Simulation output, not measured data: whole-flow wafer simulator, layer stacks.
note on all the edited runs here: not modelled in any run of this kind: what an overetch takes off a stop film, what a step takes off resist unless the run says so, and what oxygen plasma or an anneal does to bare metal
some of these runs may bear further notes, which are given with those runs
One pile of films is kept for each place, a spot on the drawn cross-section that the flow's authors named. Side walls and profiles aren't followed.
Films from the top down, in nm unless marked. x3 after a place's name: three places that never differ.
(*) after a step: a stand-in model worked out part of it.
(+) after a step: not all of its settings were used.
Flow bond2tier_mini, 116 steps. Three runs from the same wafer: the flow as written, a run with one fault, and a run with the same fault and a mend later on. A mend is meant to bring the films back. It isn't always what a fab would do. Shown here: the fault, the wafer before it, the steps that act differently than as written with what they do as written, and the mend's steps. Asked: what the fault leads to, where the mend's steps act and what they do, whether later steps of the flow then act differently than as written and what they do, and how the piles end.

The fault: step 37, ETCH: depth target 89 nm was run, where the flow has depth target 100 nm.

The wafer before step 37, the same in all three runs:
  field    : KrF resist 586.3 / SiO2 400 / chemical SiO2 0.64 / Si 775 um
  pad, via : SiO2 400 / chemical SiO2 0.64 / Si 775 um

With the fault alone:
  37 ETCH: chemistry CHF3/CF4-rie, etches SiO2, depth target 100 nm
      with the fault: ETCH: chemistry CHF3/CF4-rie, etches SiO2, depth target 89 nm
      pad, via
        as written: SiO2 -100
        with the fault: SiO2 -89
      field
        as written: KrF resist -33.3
        with the fault: KrF resist -29.7
  Later steps of the flow that act differently than as written (3 more steps differ only slightly, by at most 2% or 0.5 nm, whichever is larger, and aren't shown):
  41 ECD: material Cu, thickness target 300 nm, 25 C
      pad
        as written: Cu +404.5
        with the fault: Cu +393
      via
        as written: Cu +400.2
        with the fault: Cu +389.1
  At the end the piles differ from the flow's by more than 2% or 0.5 nm, whichever is larger, at pad.
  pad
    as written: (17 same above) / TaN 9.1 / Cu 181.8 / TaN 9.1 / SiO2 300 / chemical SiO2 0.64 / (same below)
    with the fault: (17 same above) / TaN 9.1 / Cu 170.7 / TaN 9.2 / SiO2 311 / chemical SiO2 0.64 / (same below)

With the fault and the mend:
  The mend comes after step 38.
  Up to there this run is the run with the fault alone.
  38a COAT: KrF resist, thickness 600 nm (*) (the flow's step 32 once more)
      field
        KrF resist +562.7 (new film)
      pad
        KrF resist +639.1 (new film)
      via
        KrF resist +633.9 (new film)
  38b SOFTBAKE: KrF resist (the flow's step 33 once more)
      changes no film at any place that is followed
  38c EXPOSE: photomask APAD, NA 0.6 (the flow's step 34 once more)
      changes no film at any place that is followed
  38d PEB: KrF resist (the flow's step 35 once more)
      changes no film at any place that is followed
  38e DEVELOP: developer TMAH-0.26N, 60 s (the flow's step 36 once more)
      field
        KrF resist -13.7
      pad
        KrF resist -639.1 (all of it)
      via
        KrF resist -633.9 (all of it)
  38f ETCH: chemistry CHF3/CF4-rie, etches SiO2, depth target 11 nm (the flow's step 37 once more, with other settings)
      pad, via
        SiO2 -11
      field
        KrF resist -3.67
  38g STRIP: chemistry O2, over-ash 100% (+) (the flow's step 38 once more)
      field
        KrF resist -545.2 (all of it)
  No later step of the flow acts differently than as written at any place that is followed.
  At the end the piles are the same as the flow's at every place that both follow.
